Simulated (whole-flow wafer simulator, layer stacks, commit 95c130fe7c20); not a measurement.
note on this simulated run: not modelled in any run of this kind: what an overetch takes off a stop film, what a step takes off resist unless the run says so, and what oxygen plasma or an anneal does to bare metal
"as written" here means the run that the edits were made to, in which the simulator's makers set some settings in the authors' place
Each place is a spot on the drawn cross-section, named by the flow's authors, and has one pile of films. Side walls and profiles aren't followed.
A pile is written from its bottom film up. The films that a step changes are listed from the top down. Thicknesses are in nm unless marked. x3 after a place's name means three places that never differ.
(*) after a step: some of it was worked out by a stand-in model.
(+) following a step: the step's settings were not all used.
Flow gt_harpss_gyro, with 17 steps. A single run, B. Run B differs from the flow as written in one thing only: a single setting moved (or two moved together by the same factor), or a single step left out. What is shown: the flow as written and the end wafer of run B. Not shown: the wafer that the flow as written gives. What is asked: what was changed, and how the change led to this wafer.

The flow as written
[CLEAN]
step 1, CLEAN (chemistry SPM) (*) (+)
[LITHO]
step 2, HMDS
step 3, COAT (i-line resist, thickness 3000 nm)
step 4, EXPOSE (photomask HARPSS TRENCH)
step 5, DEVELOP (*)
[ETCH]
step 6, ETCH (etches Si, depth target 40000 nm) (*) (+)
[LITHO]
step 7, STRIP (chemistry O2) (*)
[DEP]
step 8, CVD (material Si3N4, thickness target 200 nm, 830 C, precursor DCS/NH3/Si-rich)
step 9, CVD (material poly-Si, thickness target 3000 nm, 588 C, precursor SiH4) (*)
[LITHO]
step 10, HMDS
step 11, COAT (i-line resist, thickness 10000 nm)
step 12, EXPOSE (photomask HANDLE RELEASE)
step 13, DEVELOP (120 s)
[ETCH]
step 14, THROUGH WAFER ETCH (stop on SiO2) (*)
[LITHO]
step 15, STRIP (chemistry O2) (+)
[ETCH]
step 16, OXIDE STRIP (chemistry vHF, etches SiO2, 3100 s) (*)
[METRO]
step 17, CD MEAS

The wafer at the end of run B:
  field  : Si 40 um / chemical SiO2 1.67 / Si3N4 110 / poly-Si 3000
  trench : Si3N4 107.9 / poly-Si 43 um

The reason: step 8, CVD: thickness target 110 nm was run, whereas the flow has thickness target 200 nm.
One can read it off the wafer: field has Si3N4 110, and step 8 as written asks for 200 nm.

Step by step, how the change led to this:
  step 8, CVD (material Si3N4, thickness target 200 nm, 830 C, precursor DCS/NH3/Si-rich)
      field: +110 Si3N4 (new film) (it would be, as written: +200 Si3N4 (new film))
      trench: +107.9 Si3N4 (new film) (it would be, as written: +195.9 Si3N4 (new film))
  step 9, CVD (material poly-Si, thickness target 3000 nm, 588 C, precursor SiH4) (*)
      trench: +43 um poly-Si (new film) (it would be, as written: +43.01 um poly-Si (new film))
